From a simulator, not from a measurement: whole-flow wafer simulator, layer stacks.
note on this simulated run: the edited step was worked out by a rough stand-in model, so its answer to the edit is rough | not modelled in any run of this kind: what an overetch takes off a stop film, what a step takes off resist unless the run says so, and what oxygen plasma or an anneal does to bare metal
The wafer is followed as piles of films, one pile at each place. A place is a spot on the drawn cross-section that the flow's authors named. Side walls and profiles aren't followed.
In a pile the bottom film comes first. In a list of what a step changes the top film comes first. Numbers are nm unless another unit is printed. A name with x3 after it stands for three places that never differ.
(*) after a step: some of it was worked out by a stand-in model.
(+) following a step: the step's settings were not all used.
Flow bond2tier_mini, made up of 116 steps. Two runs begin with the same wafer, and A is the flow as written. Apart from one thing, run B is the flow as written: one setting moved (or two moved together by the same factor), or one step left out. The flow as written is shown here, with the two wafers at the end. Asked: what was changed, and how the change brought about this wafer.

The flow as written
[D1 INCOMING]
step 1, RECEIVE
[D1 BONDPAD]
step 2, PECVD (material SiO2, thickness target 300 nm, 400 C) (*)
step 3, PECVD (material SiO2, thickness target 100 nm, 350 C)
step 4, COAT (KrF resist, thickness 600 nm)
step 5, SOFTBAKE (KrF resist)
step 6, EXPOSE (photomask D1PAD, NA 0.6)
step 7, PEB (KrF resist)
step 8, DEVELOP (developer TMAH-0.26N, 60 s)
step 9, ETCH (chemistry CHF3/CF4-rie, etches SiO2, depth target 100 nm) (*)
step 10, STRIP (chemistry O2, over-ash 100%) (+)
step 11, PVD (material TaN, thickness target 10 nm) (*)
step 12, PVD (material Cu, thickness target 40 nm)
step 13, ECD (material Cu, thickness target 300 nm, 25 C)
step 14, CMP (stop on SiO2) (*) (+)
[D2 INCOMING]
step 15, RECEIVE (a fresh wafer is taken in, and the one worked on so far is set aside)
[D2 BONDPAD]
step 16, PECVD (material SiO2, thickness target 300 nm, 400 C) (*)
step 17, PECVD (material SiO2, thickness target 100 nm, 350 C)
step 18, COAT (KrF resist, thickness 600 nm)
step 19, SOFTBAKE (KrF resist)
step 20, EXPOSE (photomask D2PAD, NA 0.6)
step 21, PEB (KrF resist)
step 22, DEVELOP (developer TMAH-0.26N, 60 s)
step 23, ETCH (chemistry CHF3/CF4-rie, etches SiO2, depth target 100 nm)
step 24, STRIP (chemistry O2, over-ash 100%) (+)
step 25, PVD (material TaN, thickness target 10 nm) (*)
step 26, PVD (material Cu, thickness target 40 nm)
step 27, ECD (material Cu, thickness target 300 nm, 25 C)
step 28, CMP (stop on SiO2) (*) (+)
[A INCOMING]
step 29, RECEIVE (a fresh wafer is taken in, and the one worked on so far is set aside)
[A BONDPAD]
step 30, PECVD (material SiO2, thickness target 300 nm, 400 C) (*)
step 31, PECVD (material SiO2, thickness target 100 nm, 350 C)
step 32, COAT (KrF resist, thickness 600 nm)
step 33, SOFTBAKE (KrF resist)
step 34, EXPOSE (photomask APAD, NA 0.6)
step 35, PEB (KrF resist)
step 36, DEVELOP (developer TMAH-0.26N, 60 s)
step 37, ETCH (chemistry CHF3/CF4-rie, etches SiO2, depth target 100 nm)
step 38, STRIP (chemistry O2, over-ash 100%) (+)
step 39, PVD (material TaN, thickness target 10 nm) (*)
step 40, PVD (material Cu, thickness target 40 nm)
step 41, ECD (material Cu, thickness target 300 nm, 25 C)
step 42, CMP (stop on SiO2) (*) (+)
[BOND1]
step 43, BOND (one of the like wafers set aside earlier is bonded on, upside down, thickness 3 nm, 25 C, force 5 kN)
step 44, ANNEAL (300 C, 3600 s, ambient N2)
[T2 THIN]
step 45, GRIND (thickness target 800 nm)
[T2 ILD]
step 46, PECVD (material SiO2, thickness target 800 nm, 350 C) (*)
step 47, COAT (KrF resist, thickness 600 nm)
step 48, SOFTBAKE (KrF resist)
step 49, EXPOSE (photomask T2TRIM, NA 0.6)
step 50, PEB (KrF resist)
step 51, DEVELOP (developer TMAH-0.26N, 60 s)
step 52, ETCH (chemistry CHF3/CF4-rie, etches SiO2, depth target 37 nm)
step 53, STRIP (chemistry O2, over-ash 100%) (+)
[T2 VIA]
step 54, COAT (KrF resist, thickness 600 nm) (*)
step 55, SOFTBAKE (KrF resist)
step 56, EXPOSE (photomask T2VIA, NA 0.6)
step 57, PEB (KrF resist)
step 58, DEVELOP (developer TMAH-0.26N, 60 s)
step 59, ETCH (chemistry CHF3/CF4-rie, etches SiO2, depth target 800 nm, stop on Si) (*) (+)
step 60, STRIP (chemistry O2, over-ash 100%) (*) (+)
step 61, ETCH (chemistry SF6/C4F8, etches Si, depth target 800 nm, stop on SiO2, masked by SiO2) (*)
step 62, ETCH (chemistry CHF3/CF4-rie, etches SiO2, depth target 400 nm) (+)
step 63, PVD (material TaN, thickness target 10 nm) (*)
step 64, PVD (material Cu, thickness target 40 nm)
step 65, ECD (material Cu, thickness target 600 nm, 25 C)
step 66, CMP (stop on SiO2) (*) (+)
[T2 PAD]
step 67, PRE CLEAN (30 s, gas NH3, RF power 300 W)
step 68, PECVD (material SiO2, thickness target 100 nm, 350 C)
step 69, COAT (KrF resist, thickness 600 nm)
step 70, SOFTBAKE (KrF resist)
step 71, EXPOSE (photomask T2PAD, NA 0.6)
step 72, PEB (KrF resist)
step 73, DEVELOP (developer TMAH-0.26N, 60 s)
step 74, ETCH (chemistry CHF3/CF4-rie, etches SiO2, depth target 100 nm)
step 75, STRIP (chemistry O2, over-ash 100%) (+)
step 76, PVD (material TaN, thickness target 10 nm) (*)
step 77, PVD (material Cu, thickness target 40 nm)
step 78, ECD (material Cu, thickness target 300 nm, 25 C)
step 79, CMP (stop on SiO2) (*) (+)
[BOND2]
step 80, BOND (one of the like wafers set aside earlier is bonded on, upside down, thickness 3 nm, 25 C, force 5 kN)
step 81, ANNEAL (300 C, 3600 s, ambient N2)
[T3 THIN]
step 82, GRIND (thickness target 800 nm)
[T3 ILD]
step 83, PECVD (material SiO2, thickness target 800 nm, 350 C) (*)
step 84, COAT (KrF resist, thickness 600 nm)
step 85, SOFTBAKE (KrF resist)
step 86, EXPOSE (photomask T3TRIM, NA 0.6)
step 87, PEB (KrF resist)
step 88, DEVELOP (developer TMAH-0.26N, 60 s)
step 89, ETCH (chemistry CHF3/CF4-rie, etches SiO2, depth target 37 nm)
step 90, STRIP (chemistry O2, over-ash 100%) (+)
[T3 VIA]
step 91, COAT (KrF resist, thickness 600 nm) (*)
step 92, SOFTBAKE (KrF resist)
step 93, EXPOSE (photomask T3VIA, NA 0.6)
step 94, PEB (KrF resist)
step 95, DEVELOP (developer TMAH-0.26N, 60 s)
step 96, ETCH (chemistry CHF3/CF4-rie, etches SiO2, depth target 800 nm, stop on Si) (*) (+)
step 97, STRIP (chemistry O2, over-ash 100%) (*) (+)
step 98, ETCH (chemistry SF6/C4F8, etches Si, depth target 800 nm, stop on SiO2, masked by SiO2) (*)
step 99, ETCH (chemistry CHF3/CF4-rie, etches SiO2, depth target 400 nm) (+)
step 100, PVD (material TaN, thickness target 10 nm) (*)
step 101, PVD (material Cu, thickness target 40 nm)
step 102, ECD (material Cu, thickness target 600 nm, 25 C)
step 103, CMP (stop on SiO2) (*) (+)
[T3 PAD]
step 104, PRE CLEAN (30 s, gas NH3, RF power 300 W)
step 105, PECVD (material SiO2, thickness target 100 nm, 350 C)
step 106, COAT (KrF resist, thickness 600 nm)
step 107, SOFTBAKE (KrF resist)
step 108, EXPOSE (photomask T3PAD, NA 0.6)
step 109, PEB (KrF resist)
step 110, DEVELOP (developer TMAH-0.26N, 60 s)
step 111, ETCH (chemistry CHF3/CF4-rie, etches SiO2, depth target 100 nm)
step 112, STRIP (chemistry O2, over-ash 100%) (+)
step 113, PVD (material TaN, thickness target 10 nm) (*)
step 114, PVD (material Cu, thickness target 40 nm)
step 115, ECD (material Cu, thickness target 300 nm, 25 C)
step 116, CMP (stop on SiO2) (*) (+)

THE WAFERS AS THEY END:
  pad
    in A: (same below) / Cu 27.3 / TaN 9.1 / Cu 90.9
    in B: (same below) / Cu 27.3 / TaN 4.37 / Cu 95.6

Cause: step 113, PVD: thickness target 4.8 nm was run, while the flow as written has thickness target 10 nm.

Step by step, how the change led to this:
  step 113, PVD (material TaN, thickness target 10 nm) (*)
      field: A TaN gains 10 (new film) | B TaN gains 4.8 (new film)
      pad: A TaN gains 9.1 (new film) | B TaN gains 4.37 (new film)
  step 116, CMP (stop on SiO2) (*) (+)
      field: A Cu loses 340 (all of it), TaN loses 10 (all of it) | B Cu loses 340 (all of it), TaN loses 4.8 (all of it)
